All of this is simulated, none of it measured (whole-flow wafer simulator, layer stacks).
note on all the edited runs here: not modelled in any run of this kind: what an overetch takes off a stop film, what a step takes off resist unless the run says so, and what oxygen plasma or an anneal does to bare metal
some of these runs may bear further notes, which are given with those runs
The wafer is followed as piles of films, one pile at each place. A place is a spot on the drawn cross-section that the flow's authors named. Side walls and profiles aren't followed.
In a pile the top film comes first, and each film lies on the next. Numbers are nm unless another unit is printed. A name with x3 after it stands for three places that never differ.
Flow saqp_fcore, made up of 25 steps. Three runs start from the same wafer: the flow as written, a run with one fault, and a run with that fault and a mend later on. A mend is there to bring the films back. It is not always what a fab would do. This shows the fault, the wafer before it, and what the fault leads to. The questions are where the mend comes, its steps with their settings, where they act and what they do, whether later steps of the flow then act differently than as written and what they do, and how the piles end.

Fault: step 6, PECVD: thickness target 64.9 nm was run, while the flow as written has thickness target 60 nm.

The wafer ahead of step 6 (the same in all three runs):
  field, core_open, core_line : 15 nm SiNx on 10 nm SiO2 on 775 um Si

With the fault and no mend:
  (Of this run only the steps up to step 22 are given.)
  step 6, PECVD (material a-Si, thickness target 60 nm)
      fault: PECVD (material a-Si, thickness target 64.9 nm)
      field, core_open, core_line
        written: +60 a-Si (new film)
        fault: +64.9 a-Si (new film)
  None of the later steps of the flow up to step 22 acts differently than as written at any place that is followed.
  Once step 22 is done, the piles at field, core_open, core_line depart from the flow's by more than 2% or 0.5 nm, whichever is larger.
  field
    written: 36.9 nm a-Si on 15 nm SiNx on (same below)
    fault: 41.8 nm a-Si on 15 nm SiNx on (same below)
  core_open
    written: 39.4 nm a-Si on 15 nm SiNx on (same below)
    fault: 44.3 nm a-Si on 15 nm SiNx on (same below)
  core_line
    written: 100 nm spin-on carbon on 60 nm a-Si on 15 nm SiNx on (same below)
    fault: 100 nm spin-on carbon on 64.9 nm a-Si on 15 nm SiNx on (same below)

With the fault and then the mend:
  The mend follows step 7.
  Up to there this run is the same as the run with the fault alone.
  step 7a, ETCH (chemistry tmah, depth target 74.64 nm)
      field, core_open, core_line
        -64.9 a-Si (all of it)
  step 7b, PECVD (material a-Si, thickness target 60 nm) (the flow's step 6, run once more)
      field, core_open, core_line
        +60 a-Si (new film)
  None of the later steps of the flow acts differently than as written at any place that is followed.
  By the end, the piles equal the flow's at every place that both follow.
